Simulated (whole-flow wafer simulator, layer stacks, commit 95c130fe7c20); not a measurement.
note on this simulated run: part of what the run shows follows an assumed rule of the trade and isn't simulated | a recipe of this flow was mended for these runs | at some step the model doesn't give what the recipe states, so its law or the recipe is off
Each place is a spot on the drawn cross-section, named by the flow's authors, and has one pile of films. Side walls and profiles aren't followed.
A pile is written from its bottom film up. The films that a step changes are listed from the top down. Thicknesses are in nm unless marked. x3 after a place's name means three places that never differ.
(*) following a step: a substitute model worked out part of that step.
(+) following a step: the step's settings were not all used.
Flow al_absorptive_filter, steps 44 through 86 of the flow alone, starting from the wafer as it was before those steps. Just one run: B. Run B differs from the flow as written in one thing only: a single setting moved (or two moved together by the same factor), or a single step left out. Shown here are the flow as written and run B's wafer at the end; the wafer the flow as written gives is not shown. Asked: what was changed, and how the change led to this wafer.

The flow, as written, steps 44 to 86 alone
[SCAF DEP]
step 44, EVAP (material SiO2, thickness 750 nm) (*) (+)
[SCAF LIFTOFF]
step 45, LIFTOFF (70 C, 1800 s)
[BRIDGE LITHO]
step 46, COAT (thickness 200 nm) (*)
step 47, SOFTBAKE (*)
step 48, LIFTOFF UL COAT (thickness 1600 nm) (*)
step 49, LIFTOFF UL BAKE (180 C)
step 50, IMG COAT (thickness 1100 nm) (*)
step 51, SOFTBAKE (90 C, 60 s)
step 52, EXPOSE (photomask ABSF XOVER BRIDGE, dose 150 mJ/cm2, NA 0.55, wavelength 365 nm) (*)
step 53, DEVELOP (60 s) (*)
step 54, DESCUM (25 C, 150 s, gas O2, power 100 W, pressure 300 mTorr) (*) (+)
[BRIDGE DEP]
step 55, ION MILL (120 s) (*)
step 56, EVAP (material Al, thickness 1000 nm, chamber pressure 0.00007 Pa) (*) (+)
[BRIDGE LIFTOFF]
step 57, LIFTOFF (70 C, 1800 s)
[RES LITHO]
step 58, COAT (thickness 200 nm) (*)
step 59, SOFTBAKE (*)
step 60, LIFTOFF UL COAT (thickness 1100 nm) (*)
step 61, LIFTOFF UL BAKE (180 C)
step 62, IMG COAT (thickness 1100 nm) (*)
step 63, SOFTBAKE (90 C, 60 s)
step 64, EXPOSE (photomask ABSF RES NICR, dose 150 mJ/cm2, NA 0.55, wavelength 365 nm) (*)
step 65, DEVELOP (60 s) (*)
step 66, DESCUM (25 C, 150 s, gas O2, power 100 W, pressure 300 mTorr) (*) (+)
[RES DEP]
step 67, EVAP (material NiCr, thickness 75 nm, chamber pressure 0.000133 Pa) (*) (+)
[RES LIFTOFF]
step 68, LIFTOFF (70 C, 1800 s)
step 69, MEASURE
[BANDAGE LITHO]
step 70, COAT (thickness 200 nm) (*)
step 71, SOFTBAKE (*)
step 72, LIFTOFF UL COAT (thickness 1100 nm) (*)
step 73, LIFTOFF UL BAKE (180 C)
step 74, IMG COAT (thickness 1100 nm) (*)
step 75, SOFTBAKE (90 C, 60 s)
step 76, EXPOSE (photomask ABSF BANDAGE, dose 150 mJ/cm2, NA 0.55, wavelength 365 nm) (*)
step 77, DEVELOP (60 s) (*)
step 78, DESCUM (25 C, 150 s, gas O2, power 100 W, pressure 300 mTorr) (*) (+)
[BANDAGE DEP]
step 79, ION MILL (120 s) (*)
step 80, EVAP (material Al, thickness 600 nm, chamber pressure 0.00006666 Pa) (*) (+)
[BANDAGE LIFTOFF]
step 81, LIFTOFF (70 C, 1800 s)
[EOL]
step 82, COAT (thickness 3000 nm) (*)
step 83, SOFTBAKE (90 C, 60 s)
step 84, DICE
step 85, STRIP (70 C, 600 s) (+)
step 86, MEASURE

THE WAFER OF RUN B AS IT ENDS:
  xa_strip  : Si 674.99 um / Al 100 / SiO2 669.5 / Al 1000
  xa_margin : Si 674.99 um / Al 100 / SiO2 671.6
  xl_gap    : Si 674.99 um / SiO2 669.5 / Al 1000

What caused this: step 44, EVAP: thickness 693.8 nm was run, though the flow has thickness 750 nm.

The path from the change to this, step by step:
  step 44, EVAP (material SiO2, thickness 750 nm) (*) (+)
      gnd, pad_far, pad_near and 10 more: +693.8 SiO2 (new film) (as written it would have been: +750 SiO2 (new film))
      xa_margin: +671.6 SiO2 (new film) (as written it would have been: +726 SiO2 (new film))
  step 45, LIFTOFF (70 C, 1800 s)
      gnd, xa_field, xl_land, idc_field: -693.8 SiO2 (all of it), -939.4 i-line-resist (all of it), -1100 lift-off-underlayer (all of it), -200 acrylic-e-beam-resist (all of it) (as written it would have been: -750 SiO2 (all of it), -939.4 i-line-resist (all of it), -1100 lift-off-underlayer (all of it), -200 acrylic-e-beam-resist (all of it))
      pad_far: -693.8 SiO2 (all of it), -937 i-line-resist (all of it), -1092.7 lift-off-underlayer (all of it), -198.5 acrylic-e-beam-resist (all of it) (as written it would have been: -750 SiO2 (all of it), -937 i-line-resist (all of it), -1092.7 lift-off-underlayer (all of it), -198.5 acrylic-e-beam-resist (all of it))
      (also at 5 further places)
  step 46, COAT (thickness 200 nm) (*)
      xa_margin: +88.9 acrylic-e-beam-resist (new film) (as written it would have been: +87.1 acrylic-e-beam-resist (new film))
      xa_strip: +161.2 acrylic-e-beam-resist (new film) (as written it would have been: +156.7 acrylic-e-beam-resist (new film))
      (also at 2 further places)
  step 48, LIFTOFF UL COAT (thickness 1600 nm) (*)
      xa_margin: +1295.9 lift-off-underlayer (new film) (as written it would have been: +1268 lift-off-underlayer (new film))
      xl_gap: +1344.7 lift-off-underlayer (new film) (as written it would have been: +1316.9 lift-off-underlayer (new film))
  step 53, DEVELOP (60 s) (*)
      xl_gap: -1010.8 i-line-resist (all of it), -1344.7 lift-off-underlayer (all of it) (as written it would have been: -1001.2 i-line-resist (all of it), -1316.9 lift-off-underlayer (all of it))
  step 54, DESCUM (25 C, 150 s, gas O2, power 100 W, pressure 300 mTorr) (*) (+)
      xa_strip: -161.2 acrylic-e-beam-resist (all of it) (as written it would have been: -156.7 acrylic-e-beam-resist (all of it))
      xl_gap: -102.1 acrylic-e-beam-resist (all of it) (as written it would have been: -97.9 acrylic-e-beam-resist (all of it))
      (also at 1 further place)
  step 57, LIFTOFF (70 C, 1800 s)
      xa_margin: -1000 Al (all of it), -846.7 i-line-resist (all of it), -1295.9 lift-off-underlayer (all of it), -88.9 acrylic-e-beam-resist (all of it) (as written it would have been: -1000 Al (all of it), -836.1 i-line-resist (all of it), -1268 lift-off-underlayer (all of it), -87.1 acrylic-e-beam-resist (all of it))
  step 58, COAT (thickness 200 nm) (*)
      xa_margin: +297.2 acrylic-e-beam-resist (new film) (as written it would have been: +288.1 acrylic-e-beam-resist (new film))
      xa_strip: +69.5 acrylic-e-beam-resist (new film) (as written it would have been: +66.9 acrylic-e-beam-resist (new film))
      (also at 2 further places)
  step 60, LIFTOFF UL COAT (thickness 1100 nm) (*)
      xa_strip: +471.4 lift-off-underlayer (new film) (as written it would have been: +459.8 lift-off-underlayer (new film))
      xl_gap: +855.9 lift-off-underlayer (new film) (as written it would have been: +831.4 lift-off-underlayer (new film))
      (also at 1 further place)
  step 62, IMG COAT (thickness 1100 nm) (*)
      xa_margin: +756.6 i-line-resist (new film) (as written it would have been: +741.1 i-line-resist (new film))
      xa_strip: +598.6 i-line-resist (new film) (as written it would have been: +577.9 i-line-resist (new film))
  step 68, LIFTOFF (70 C, 1800 s)
      xa_margin: -75 NiCr (all of it), -613.7 i-line-resist (all of it), -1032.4 lift-off-underlayer (all of it), -297.2 acrylic-e-beam-resist (all of it) (as written it would have been: -75 NiCr (all of it), -598.1 i-line-resist (all of it), -1021 lift-off-underlayer (all of it), -288.1 acrylic-e-beam-resist (all of it))
      xa_strip: -75 NiCr (all of it), -454 i-line-resist (all of it), -471.4 lift-off-underlayer (all of it), -69.5 acrylic-e-beam-resist (all of it) (as written it would have been: -75 NiCr (all of it), -433.3 i-line-resist (all of it), -459.8 lift-off-underlayer (all of it), -66.9 acrylic-e-beam-resist (all of it))
      (also at 2 further places)
  step 70, COAT (thickness 200 nm) (*)
      xa_margin: +297.2 acrylic-e-beam-resist (new film) (as written it would have been: +288.1 acrylic-e-beam-resist (new film))
      xa_strip: +69.5 acrylic-e-beam-resist (new film) (as written it would have been: +66.9 acrylic-e-beam-resist (new film))
      (also at 2 further places)
  step 72, LIFTOFF UL COAT (thickness 1100 nm) (*)
      xa_strip: +471.4 lift-off-underlayer (new film) (as written it would have been: +459.8 lift-off-underlayer (new film))
      xl_gap: +861.5 lift-off-underlayer (new film) (as written it would have been: +837.4 lift-off-underlayer (new film))
      (also at 1 further place)
  step 74, IMG COAT (thickness 1100 nm) (*)
      xa_margin: +756.6 i-line-resist (new film) (as written it would have been: +741.1 i-line-resist (new film))
      xa_strip: +598.6 i-line-resist (new film) (as written it would have been: +577.9 i-line-resist (new film))
      (also at 1 further place)
  step 81, LIFTOFF (70 C, 1800 s)
      xa_margin: -600 Al (all of it), -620 i-line-resist (all of it), -1032.4 lift-off-underlayer (all of it), -297.2 acrylic-e-beam-resist (all of it) (as written it would have been: -600 Al (all of it), -604.4 i-line-resist (all of it), -1021 lift-off-underlayer (all of it), -288.1 acrylic-e-beam-resist (all of it))
      xa_strip: -600 Al (all of it), -460.3 i-line-resist (all of it), -471.4 lift-off-underlayer (all of it), -69.5 acrylic-e-beam-resist (all of it) (as written it would have been: -600 Al (all of it), -439.6 i-line-resist (all of it), -459.8 lift-off-underlayer (all of it), -66.9 acrylic-e-beam-resist (all of it))
      (also at 2 further places)
  step 82, COAT (thickness 3000 nm) (*)
      xa_strip: +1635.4 i-line-resist (new film) (as written it would have been: +1594.3 i-line-resist (new film))
  ... 1 other step ...
  step 85, STRIP (70 C, 600 s) (+)
      xa_strip: -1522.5 i-line-resist (all of it) (as written it would have been: -1477 i-line-resist (all of it))
      xl_turn: -2378.7 i-line-resist (all of it) (as written it would have been: -2330.6 i-line-resist (all of it))
